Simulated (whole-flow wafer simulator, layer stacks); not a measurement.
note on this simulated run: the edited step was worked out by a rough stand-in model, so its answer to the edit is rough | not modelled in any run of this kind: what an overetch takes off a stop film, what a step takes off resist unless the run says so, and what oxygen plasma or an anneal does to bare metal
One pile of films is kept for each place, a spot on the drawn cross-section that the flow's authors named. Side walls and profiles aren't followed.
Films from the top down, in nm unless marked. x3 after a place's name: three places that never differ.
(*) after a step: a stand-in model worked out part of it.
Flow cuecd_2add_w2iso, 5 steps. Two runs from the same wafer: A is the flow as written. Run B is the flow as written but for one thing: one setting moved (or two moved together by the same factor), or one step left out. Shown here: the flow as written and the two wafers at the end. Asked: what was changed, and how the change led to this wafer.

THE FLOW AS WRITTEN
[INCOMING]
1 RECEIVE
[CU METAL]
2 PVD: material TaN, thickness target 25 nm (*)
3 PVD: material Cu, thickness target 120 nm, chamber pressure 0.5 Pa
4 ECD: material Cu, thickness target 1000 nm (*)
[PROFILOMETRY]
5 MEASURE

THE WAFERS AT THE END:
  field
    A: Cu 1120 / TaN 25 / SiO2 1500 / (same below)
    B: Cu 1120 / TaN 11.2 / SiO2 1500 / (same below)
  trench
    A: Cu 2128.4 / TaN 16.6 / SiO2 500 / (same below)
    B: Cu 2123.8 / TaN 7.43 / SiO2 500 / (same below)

The cause: step 2, PVD: thickness target 11.2 nm was run, where the flow has thickness target 25 nm.
It can be read off the wafer: field has TaN 11.2, and step 2 as written asks for 25 nm.

How the change led to this, step by step:
  2 PVD: material TaN, thickness target 25 nm (*)
      field: A TaN +25 (new film) | B TaN +11.2 (new film)
      trench: A TaN +16.6 (new film) | B TaN +7.43 (new film)
